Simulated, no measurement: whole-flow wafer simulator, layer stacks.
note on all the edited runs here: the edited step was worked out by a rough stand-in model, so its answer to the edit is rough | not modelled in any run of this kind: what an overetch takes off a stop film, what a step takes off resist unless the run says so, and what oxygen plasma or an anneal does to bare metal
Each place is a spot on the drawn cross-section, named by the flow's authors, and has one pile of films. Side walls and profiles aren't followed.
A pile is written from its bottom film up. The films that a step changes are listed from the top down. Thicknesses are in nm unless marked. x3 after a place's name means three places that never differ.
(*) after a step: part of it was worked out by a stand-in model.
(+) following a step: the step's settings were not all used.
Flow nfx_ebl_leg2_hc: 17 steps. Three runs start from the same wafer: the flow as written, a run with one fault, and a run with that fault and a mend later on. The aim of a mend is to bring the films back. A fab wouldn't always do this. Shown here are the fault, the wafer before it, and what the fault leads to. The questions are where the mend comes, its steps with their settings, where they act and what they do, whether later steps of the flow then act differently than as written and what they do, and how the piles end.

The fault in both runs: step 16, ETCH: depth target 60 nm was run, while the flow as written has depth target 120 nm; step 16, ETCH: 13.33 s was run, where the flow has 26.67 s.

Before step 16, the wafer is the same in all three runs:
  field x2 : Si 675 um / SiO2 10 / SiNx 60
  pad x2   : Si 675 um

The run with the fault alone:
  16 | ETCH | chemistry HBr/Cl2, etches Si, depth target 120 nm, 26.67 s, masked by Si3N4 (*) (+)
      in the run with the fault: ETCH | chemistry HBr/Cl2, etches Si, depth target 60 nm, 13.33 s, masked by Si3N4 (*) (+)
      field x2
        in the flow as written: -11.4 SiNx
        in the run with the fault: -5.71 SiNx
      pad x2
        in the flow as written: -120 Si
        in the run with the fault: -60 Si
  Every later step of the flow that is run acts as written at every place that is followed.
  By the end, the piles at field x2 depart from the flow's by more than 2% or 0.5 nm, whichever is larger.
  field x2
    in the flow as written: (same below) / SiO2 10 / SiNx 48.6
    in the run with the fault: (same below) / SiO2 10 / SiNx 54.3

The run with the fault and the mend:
  The mend follows step 17.
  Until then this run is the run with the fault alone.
  17a | ETCH | chemistry HBr/Cl2, etches Si, depth target 60 nm, 13.33 s, masked by Si3N4 (*) (+) (a further turn of the flow's step 16, with different settings)
      field x2
        -5.71 SiNx
      pad x2
        -60 Si
  Every later step of the flow that is run acts as written at every place that is followed.
  The piles end the same as the flow's at every place that both follow.
